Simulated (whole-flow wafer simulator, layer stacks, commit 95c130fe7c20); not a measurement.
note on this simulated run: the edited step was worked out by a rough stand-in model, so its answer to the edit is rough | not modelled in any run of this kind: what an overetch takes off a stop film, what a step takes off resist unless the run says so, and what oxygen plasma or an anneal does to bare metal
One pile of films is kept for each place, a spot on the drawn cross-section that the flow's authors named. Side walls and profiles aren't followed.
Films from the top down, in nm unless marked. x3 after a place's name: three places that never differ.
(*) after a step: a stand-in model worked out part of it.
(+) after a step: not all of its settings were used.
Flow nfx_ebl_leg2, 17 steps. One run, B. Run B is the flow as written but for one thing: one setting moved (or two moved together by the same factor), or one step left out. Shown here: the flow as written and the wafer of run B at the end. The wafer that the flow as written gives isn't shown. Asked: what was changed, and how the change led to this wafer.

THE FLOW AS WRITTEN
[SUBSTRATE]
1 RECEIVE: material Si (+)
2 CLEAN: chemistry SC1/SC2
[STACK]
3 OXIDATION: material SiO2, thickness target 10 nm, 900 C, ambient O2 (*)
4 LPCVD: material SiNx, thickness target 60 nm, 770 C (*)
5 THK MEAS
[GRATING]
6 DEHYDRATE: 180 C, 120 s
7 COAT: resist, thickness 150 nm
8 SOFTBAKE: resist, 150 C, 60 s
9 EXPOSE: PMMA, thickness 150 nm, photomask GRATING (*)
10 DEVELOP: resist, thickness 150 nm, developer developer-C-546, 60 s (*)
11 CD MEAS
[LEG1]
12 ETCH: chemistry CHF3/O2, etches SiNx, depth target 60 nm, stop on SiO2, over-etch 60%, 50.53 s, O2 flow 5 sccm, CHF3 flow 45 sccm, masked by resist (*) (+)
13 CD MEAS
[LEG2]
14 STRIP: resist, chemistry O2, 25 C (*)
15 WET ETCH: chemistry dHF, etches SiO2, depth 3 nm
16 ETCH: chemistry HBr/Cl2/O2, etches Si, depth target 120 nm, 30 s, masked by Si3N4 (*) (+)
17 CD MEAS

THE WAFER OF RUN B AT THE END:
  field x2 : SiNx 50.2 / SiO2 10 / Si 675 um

The cause: step 4, LPCVD: thickness target 57 nm was run, where the flow has thickness target 60 nm.

How the change led to this, step by step:
  4 LPCVD: material SiNx, thickness target 60 nm, 770 C (*)
      field x2, pad x2: SiNx +57 (new film) (as written it would be: SiNx +60 (new film))
  12 ETCH: chemistry CHF3/O2, etches SiNx, depth target 60 nm, stop on SiO2, over-etch 60%, 50.53 s, O2 flow 5 sccm, CHF3 flow 45 sccm, masked by resist (*) (+)
      pad x2: SiNx -57 (all of it), SiO2 -10 (all of it) (as written it would be: SiNx -60 (all of it), SiO2 -10 (all of it))
